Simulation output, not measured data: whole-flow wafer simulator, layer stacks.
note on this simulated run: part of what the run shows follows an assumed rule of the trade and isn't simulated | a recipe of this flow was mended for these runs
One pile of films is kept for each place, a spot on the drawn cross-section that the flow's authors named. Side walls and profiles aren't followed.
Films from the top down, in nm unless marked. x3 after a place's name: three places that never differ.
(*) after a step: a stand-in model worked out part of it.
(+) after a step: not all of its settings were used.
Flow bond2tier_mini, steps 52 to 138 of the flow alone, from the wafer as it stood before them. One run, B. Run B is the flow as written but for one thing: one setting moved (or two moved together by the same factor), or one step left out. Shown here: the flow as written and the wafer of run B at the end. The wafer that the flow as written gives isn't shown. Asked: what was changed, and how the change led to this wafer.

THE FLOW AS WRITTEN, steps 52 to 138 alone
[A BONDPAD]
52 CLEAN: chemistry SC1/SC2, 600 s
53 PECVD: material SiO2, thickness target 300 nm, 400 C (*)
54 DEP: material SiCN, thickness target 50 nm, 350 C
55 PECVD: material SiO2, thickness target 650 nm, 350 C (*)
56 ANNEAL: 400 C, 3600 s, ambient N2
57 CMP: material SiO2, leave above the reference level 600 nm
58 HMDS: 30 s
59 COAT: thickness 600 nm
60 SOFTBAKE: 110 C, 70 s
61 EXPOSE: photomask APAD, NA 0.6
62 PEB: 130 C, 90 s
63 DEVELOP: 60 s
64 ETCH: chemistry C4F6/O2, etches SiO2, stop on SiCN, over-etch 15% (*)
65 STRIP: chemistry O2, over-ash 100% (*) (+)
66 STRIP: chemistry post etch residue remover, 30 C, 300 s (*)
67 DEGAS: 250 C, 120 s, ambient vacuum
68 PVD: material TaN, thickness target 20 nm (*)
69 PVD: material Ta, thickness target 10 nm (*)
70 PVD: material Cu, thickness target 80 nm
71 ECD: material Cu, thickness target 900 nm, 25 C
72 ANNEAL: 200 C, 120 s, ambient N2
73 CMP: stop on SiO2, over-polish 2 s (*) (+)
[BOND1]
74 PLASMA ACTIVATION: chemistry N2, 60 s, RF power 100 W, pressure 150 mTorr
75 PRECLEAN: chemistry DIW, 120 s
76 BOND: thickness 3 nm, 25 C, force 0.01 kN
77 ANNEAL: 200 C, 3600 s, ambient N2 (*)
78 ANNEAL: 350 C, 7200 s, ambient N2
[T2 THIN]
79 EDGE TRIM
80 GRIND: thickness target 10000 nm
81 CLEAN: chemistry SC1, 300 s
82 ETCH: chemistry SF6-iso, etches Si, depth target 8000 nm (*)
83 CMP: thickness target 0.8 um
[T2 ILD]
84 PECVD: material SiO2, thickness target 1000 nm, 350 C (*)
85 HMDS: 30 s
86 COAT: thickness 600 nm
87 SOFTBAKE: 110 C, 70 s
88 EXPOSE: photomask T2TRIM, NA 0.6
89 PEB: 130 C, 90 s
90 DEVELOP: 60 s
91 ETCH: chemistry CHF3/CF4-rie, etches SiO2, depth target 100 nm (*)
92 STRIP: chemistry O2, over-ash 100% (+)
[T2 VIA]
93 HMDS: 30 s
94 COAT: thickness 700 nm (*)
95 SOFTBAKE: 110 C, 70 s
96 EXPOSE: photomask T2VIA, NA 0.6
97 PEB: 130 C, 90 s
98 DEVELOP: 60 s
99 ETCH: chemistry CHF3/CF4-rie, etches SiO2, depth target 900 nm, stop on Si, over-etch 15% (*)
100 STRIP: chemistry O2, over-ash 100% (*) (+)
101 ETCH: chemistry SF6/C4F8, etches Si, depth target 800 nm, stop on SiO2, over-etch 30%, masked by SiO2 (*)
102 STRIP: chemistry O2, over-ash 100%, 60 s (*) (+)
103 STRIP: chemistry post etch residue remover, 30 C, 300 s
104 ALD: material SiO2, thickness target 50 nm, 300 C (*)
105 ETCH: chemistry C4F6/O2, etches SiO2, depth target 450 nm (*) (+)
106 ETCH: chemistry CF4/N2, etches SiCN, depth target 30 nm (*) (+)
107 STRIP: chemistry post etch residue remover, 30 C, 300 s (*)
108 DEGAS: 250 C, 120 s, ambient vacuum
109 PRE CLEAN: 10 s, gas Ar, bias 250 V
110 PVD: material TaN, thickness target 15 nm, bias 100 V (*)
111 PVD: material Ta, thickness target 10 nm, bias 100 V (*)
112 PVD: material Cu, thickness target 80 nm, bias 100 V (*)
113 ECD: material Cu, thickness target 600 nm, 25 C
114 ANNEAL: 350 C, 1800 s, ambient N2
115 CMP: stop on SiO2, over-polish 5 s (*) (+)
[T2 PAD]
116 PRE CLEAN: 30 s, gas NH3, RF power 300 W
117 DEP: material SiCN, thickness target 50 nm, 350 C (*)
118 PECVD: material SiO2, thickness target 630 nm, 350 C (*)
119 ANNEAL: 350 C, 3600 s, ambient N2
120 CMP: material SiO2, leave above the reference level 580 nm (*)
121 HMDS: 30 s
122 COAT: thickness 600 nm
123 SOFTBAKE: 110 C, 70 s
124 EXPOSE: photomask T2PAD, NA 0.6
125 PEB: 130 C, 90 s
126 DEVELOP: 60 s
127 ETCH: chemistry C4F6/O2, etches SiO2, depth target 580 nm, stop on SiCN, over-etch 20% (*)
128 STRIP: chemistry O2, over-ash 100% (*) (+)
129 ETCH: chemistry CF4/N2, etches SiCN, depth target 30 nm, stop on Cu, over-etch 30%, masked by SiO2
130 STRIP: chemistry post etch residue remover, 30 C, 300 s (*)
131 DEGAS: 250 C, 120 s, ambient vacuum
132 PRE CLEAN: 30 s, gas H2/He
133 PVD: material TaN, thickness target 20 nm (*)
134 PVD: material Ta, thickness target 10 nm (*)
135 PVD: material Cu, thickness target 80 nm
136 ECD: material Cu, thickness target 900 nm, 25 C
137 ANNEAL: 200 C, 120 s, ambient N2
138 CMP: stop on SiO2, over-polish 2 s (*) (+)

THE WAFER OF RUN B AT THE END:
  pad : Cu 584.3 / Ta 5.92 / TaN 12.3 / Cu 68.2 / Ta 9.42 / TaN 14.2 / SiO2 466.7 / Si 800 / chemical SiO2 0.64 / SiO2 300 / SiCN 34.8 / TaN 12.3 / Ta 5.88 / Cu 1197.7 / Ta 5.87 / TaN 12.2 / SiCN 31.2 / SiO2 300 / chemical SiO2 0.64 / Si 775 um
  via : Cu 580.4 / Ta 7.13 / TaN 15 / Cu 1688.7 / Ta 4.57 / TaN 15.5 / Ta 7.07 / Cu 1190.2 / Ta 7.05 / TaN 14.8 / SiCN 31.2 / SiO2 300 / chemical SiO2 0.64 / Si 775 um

The cause: step 64, ETCH: over-etch 18.6% was run, where the flow has over-etch 15%.

How the change led to this, step by step:
  64 ETCH: chemistry C4F6/O2, etches SiO2, stop on SiCN, over-etch 15% (*)
      pad, via: SiO2 -600 (all of it), SiCN -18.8 (as written it would be: SiO2 -600 (all of it), SiCN -15.2)
      field: thick-KrF-resist -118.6 (as written it would be: thick-KrF-resist -115)
